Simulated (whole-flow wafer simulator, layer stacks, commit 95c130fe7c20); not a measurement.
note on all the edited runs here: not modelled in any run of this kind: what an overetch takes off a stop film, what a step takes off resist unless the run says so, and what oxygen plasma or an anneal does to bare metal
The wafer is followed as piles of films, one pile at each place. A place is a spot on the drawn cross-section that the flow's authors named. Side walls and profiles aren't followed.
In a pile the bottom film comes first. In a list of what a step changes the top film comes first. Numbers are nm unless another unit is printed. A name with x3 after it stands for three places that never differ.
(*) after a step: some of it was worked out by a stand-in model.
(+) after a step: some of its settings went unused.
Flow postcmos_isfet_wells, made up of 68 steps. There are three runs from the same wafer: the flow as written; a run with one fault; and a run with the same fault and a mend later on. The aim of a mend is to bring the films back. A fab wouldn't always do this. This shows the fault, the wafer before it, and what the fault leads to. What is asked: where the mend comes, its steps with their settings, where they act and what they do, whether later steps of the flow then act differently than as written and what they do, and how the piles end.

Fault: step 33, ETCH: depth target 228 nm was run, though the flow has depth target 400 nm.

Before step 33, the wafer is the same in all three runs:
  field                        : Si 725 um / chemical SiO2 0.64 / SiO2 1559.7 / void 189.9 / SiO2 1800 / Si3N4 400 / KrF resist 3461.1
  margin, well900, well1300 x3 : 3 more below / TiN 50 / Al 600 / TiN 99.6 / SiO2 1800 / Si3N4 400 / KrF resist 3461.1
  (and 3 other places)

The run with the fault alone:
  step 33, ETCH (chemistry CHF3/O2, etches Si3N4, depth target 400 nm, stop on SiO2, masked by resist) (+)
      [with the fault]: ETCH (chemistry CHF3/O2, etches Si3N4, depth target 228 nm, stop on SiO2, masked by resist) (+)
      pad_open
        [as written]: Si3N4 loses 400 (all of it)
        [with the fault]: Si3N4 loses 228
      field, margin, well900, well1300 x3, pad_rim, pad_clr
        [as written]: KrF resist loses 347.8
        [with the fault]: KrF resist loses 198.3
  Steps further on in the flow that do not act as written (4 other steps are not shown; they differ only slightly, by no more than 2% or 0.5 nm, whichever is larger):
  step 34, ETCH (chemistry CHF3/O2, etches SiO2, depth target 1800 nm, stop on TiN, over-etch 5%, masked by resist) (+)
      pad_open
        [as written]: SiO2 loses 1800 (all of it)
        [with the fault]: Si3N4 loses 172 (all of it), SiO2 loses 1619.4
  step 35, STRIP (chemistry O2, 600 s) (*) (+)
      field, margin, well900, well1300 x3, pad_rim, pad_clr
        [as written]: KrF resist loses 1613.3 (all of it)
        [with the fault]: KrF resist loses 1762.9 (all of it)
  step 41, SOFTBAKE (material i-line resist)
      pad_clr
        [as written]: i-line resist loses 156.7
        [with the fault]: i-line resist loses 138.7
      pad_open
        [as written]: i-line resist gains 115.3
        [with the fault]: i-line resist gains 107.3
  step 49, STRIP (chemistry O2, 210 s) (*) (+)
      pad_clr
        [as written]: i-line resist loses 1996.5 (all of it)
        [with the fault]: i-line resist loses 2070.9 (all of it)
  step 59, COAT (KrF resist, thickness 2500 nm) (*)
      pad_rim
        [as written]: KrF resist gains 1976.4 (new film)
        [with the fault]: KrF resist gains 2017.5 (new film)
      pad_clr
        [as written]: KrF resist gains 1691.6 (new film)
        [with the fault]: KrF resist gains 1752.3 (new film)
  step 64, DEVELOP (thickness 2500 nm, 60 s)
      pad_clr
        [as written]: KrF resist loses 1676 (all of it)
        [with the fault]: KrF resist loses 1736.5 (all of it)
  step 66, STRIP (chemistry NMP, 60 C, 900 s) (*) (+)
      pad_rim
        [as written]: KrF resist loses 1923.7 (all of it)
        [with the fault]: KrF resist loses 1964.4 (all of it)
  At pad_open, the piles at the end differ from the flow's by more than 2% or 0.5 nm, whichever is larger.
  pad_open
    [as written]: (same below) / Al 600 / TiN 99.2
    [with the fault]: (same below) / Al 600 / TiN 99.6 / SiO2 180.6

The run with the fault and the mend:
  The mend follows step 33.
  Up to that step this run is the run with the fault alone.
  step 33a, ETCH (chemistry CHF3/O2, etches Si3N4, depth target 172 nm, stop on SiO2, masked by resist) (a further turn of the flow's step 33, with different settings)
      field, margin, well900, well1300 x3, pad_rim, pad_clr
        KrF resist loses 149.6
      pad_open
        Si3N4 loses 172 (all of it)
  None of the later steps of the flow acts differently than as written at any place that is followed.
  The piles end the same as the flow's at every place that both follow.
